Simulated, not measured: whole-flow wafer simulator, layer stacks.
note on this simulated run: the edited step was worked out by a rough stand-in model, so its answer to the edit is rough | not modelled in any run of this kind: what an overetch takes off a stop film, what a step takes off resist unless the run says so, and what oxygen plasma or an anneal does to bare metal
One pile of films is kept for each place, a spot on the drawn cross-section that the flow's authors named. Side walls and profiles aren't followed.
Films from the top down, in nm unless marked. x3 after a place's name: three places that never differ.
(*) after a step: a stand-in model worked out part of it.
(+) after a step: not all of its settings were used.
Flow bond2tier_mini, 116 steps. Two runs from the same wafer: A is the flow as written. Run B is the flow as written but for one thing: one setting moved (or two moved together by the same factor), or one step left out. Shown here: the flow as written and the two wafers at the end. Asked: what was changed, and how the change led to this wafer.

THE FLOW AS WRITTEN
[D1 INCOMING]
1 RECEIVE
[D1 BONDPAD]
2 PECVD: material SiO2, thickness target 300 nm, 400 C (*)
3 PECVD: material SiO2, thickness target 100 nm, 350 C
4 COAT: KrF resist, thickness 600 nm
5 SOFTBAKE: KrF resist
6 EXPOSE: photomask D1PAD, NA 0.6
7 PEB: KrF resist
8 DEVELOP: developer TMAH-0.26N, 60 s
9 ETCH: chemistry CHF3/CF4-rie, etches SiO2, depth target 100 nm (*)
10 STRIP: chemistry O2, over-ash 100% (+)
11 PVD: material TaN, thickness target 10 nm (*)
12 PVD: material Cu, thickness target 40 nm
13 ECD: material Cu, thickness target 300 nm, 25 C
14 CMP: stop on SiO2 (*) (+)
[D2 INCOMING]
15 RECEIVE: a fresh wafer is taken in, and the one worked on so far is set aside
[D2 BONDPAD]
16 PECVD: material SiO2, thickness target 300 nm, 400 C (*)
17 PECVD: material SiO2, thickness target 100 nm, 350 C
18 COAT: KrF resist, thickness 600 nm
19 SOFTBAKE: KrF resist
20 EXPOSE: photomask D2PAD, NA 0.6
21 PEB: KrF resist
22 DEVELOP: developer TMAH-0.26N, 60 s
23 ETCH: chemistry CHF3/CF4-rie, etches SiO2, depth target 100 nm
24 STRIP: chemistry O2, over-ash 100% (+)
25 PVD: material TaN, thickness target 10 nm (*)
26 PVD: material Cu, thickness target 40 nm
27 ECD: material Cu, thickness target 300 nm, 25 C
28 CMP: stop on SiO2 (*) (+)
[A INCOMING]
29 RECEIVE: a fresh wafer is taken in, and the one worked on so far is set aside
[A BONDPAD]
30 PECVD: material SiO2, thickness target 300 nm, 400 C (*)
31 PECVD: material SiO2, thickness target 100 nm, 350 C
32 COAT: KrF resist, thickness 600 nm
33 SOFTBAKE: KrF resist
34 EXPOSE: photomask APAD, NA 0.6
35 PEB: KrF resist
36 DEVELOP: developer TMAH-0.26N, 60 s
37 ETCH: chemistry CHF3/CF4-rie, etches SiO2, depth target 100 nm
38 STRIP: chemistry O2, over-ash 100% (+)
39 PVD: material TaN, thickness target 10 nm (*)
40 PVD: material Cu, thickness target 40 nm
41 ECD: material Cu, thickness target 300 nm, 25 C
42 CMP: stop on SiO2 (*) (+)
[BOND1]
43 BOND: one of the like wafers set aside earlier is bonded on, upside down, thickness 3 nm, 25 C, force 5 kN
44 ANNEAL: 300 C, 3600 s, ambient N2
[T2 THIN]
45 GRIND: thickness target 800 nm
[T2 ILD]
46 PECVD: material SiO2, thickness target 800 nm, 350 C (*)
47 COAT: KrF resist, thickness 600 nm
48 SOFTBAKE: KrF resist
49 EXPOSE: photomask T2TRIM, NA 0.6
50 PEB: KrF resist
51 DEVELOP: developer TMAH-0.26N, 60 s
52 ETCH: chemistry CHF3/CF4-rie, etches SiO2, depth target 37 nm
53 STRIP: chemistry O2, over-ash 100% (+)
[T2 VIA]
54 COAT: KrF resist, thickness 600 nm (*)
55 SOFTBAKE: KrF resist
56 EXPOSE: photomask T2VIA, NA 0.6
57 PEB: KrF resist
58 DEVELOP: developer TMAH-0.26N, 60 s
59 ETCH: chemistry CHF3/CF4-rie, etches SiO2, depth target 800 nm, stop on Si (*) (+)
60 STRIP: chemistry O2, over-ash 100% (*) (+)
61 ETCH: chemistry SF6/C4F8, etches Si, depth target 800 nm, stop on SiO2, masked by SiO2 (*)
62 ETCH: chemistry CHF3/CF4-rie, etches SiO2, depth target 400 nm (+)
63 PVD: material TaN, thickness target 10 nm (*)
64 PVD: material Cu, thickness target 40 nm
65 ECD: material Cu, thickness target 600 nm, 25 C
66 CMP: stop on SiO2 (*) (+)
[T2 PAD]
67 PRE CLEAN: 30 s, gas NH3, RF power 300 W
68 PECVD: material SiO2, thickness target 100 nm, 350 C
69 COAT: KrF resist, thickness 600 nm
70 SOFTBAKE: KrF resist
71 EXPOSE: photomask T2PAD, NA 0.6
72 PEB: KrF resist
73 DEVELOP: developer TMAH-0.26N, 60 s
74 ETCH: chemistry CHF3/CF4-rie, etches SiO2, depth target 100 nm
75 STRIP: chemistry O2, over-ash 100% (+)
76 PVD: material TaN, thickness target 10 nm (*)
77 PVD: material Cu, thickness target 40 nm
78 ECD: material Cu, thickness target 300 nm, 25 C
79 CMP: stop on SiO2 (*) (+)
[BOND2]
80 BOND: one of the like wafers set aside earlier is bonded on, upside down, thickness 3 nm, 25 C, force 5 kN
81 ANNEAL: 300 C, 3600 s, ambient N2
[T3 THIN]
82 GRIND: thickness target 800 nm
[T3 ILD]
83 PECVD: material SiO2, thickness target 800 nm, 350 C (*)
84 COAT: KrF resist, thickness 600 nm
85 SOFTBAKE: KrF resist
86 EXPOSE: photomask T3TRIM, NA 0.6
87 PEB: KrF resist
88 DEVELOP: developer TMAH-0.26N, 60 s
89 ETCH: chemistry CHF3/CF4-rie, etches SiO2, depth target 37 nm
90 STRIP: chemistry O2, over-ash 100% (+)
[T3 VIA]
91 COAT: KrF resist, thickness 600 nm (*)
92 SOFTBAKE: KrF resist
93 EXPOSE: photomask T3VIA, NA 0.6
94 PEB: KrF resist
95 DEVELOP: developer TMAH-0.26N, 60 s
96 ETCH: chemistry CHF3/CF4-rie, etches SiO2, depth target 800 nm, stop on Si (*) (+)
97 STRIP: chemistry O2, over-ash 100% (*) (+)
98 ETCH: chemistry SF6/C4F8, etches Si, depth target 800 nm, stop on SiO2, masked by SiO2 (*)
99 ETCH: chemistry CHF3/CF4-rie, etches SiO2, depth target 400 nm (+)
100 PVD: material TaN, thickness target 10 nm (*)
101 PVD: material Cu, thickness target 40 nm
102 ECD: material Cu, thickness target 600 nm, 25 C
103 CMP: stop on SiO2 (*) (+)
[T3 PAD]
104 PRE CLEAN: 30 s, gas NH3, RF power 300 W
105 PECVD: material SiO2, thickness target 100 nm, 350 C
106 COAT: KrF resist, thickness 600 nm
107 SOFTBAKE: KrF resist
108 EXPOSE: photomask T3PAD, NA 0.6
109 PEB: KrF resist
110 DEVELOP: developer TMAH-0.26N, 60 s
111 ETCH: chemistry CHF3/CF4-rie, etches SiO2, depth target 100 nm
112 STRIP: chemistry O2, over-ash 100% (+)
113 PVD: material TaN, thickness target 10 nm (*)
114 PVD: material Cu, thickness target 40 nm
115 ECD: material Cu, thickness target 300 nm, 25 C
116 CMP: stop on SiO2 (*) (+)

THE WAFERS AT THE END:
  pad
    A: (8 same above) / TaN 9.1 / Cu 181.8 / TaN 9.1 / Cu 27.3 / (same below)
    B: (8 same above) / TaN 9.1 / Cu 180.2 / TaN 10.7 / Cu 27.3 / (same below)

The cause: step 76, PVD: thickness target 11.8 nm was run, where the flow has thickness target 10 nm.

How the change led to this, step by step:
  76 PVD: material TaN, thickness target 10 nm (*)
      field: A TaN +10 (new film) | B TaN +11.8 (new film)
      pad: A TaN +9.1 (new film) | B TaN +10.7 (new film)
  79 CMP: stop on SiO2 (*) (+)
      field: A Cu -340 (all of it), TaN -10 (all of it) | B Cu -340 (all of it), TaN -11.8 (all of it)
